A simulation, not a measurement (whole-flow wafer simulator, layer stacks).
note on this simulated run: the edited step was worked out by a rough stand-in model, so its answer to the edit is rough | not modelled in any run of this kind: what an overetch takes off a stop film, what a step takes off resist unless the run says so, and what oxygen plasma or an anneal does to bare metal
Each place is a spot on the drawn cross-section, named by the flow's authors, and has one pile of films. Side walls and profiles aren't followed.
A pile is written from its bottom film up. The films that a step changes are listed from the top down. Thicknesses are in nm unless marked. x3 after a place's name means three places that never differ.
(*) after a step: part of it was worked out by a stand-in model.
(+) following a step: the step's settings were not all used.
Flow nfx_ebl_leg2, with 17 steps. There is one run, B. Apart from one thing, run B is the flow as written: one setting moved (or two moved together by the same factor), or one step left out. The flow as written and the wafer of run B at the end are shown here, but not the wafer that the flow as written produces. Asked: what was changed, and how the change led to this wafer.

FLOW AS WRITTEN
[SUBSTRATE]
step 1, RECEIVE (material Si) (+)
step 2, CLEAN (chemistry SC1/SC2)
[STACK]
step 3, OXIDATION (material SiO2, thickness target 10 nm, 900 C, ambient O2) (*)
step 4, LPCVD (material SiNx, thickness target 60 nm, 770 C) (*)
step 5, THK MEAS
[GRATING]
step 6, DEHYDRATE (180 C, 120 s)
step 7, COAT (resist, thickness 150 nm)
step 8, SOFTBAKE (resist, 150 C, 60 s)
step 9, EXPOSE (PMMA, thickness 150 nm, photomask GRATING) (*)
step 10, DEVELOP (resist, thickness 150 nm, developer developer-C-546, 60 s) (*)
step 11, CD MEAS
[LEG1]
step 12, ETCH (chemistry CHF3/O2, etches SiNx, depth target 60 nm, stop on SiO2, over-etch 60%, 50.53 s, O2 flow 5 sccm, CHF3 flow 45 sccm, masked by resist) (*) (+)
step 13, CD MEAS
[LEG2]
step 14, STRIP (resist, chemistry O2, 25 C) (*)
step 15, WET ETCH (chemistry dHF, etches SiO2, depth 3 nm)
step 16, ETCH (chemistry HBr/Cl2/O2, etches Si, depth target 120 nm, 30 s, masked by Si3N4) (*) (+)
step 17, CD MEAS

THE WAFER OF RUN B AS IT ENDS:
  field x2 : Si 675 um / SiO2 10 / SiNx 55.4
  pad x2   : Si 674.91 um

What caused this: step 16, ETCH: depth target 81 nm was run, though the flow has depth target 120 nm; step 16, ETCH: 20.2 s was run, where the flow has 30 s.

Step by step, how the change led to this:
  step 16, ETCH (chemistry HBr/Cl2/O2, etches Si, depth target 120 nm, 30 s, masked by Si3N4) (*) (+)
      field x2: SiNx loses 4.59 (it would be, as written: SiNx loses 6.82)
      pad x2: Si loses 81 (it would be, as written: Si loses 120)
